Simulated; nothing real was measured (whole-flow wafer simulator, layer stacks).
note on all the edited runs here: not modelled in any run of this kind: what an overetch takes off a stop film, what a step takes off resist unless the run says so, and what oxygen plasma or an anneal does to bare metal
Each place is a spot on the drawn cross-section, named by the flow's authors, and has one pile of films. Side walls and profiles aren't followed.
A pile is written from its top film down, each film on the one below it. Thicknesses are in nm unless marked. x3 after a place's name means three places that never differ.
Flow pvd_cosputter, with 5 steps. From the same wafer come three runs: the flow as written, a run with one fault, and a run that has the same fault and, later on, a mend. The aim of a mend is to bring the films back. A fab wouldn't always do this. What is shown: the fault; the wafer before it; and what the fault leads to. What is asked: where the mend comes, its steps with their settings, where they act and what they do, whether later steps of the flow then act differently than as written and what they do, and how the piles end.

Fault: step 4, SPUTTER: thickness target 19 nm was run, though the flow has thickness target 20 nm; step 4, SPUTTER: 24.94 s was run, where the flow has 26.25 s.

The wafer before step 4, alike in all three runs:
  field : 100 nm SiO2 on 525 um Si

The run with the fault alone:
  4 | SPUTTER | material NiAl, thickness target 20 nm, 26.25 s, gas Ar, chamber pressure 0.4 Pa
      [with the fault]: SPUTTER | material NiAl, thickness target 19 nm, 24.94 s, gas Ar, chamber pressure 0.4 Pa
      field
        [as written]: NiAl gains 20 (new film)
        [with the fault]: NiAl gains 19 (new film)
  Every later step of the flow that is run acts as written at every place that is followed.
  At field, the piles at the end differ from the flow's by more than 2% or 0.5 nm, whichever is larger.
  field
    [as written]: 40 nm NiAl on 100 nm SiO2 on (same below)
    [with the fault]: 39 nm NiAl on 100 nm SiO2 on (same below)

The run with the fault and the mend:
  The mend follows step 4.
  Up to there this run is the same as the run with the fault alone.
  4a | SPUTTER | material NiAl, thickness target 1 nm, 1.312 s, gas Ar, chamber pressure 0.4 Pa (the flow's step 4 again, with other settings)
      field
        NiAl gains 1
  Every later step of the flow that is run acts as written at every place that is followed.
  At every place that both follow, the piles at the end match the flow's.
